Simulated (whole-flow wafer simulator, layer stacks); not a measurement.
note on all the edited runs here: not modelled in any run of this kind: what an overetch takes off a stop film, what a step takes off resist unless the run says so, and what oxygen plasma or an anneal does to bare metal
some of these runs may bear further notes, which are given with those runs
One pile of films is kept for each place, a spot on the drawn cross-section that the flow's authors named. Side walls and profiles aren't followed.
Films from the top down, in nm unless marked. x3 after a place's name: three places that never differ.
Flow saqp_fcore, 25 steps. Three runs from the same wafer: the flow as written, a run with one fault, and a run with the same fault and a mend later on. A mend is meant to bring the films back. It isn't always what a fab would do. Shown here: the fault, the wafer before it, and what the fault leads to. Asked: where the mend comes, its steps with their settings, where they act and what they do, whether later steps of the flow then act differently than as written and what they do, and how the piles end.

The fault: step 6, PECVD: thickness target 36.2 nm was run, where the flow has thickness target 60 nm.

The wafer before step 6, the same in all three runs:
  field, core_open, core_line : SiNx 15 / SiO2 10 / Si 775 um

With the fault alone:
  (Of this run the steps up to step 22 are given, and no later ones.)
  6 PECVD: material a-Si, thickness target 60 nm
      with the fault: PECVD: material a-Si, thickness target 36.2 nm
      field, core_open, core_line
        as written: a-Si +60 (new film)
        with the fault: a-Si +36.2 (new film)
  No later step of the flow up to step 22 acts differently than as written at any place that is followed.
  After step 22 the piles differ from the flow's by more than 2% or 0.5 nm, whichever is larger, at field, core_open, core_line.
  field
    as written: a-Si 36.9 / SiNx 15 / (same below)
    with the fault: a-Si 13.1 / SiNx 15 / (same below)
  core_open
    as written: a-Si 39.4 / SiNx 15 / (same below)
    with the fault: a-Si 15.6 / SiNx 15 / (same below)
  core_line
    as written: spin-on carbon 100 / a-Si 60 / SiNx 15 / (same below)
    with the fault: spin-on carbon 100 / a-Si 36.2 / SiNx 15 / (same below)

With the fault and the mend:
  The mend comes after step 7.
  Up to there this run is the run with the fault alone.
  7a ETCH: chemistry tmah, depth target 41.63 nm
      field, core_open, core_line
        a-Si -36.2 (all of it)
  7b PECVD: material a-Si, thickness target 60 nm (the flow's step 6 once more)
      field, core_open, core_line
        a-Si +60 (new film)
  No later step of the flow acts differently than as written at any place that is followed.
  At the end the piles are the same as the flow's at every place that both follow.
